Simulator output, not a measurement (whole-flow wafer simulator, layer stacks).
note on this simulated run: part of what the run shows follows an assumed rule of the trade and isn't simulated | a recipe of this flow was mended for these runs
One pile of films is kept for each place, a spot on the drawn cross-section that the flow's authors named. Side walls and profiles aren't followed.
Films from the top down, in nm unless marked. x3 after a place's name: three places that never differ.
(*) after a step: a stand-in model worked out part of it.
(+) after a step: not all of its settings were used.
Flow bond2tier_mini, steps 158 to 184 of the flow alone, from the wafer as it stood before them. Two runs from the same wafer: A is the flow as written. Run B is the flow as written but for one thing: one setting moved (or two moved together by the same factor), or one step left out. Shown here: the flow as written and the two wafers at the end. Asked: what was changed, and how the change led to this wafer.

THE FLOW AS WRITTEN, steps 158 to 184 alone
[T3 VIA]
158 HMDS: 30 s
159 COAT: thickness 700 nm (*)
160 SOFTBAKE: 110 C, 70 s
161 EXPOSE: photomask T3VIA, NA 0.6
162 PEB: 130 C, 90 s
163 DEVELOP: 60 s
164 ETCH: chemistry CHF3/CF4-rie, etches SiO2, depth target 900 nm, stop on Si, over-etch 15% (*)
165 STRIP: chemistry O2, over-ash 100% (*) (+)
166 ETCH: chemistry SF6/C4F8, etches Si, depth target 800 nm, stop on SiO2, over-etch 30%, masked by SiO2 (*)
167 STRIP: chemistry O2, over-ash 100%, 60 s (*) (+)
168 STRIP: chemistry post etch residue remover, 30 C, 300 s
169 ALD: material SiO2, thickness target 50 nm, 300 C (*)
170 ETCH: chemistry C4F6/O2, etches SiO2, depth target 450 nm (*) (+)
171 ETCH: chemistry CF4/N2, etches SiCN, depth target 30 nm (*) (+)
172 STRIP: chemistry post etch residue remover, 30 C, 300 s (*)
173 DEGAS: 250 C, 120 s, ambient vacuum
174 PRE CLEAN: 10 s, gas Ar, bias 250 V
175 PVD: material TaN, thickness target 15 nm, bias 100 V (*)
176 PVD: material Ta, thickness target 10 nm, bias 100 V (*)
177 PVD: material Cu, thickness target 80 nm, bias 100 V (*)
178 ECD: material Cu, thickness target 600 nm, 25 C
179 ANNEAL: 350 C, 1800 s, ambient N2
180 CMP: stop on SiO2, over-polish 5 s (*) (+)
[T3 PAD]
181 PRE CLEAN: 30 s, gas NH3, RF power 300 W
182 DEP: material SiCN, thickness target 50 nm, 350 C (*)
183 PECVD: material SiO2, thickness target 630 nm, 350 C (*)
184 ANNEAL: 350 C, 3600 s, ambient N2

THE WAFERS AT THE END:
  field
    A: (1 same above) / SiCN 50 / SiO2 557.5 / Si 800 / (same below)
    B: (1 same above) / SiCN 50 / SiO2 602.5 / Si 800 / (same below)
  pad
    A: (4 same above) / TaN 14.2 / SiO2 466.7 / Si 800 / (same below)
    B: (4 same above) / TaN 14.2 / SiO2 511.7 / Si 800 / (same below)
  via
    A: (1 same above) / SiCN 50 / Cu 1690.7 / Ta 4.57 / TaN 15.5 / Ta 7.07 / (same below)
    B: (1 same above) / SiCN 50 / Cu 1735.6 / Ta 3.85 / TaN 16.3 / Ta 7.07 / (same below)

The cause: step 169, ALD: thickness target 95 nm was run, where the flow has thickness target 50 nm.

How the change led to this, step by step:
  169 ALD: material SiO2, thickness target 50 nm, 300 C (*)
      field, pad, via: A SiO2 +50 | B SiO2 +95
  170 ETCH: chemistry C4F6/O2, etches SiO2, depth target 450 nm (*) (+)
      via: A SiO2 -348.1 (all of it), SiCN -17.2 | B SiO2 -393.1 (all of it), SiCN -9.59
  171 ETCH: chemistry CF4/N2, etches SiCN, depth target 30 nm (*) (+)
      via: A SiCN -17.6 (all of it), TaN -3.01 | B SiCN -25.2 (all of it), TaN -1.16
  175 PVD: material TaN, thickness target 15 nm, bias 100 V (*)
      via: A TaN +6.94 | B TaN +5.89
  176 PVD: material Ta, thickness target 10 nm, bias 100 V (*)
      via: A Ta +4.57 (new film) | B Ta +3.85 (new film)
  177 PVD: material Cu, thickness target 80 nm, bias 100 V (*)
      via: A Cu +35 (new film) | B Cu +25.9 (new film)
  178 ECD: material Cu, thickness target 600 nm, 25 C
      via: A Cu +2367 | B Cu +2421
